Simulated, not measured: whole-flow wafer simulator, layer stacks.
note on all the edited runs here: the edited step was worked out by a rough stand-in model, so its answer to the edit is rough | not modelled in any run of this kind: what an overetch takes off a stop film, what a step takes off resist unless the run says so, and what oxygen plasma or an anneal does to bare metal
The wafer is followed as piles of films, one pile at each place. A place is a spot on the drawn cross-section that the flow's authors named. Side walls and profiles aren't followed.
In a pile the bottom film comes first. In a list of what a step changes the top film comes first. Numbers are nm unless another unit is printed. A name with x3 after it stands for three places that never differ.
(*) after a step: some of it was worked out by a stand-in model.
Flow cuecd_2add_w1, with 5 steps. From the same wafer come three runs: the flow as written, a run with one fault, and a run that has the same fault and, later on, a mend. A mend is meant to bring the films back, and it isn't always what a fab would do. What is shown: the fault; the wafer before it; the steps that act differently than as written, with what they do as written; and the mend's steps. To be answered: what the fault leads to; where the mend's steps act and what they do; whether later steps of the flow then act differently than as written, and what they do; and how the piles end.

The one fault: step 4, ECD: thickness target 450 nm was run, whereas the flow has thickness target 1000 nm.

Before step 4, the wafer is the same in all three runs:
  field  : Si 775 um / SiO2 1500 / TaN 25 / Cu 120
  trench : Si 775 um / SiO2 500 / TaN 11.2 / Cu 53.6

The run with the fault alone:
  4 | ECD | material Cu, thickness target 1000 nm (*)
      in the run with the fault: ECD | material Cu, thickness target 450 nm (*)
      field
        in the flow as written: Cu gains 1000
        in the run with the fault: Cu gains 450
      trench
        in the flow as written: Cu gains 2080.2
        in the run with the fault: Cu gains 1530.2
  Every later step of the flow that is run acts as written at every place that is followed.
  At field, trench, the piles at the end differ from the flow's by more than 2% or 0.5 nm, whichever is larger.
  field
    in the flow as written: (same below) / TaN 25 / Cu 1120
    in the run with the fault: (same below) / TaN 25 / Cu 570
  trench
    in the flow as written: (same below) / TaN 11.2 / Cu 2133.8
    in the run with the fault: (same below) / TaN 11.2 / Cu 1583.8

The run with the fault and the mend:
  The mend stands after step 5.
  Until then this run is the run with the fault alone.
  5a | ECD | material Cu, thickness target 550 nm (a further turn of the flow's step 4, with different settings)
      field, trench
        Cu gains 550
  Every later step of the flow that is run acts as written at every place that is followed.
  By the end, the piles equal the flow's at every place that both follow.
